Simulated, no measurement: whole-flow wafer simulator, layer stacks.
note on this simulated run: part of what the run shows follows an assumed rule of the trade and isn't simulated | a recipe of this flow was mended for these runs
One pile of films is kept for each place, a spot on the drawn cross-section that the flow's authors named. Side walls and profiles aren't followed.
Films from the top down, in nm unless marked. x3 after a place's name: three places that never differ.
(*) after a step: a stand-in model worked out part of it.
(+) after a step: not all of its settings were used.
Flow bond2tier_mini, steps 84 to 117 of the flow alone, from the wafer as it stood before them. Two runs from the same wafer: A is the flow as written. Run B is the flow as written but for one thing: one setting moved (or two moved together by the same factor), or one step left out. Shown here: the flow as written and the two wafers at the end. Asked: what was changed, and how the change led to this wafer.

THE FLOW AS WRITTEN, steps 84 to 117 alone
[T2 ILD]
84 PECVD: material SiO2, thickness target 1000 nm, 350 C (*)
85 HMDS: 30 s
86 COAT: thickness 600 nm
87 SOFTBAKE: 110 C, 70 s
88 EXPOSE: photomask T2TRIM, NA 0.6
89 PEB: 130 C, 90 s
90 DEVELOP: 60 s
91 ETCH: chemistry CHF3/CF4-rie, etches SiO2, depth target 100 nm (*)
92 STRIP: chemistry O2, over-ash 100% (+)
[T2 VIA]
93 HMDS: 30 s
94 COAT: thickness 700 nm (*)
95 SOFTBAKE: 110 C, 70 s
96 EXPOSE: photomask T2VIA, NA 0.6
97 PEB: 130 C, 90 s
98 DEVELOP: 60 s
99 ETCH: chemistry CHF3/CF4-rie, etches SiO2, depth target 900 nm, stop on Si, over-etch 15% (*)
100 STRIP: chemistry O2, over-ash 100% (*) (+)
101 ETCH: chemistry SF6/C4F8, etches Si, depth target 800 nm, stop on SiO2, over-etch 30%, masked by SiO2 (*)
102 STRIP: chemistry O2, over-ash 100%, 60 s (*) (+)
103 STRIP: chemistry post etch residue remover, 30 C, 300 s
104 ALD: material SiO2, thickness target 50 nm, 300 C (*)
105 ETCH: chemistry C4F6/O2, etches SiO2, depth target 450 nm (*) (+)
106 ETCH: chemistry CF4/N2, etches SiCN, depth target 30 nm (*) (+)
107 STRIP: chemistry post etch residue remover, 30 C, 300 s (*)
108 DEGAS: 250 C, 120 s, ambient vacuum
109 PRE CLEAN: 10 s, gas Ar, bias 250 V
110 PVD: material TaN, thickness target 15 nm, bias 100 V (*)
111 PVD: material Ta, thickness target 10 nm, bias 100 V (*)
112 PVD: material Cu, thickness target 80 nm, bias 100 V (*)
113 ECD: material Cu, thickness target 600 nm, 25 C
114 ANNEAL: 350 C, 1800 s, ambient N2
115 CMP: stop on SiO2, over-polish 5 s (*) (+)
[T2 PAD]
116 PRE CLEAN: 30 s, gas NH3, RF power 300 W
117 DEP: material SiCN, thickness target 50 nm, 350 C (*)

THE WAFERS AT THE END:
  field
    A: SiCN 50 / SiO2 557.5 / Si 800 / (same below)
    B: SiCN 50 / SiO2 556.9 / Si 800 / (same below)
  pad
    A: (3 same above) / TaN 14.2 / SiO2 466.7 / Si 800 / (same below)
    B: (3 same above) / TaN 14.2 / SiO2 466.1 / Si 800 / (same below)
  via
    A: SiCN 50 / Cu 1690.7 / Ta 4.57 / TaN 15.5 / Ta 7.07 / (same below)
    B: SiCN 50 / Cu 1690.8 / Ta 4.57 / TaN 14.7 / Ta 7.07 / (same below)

The cause: step 109, PRE CLEAN: 12 s was run, where the flow has 10 s.

How the change led to this, step by step:
  109 PRE CLEAN: 10 s, gas Ar, bias 250 V
      field, pad: A SiO2 -3 | B SiO2 -3.6
      via: A TaN -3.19 | B TaN -3.97
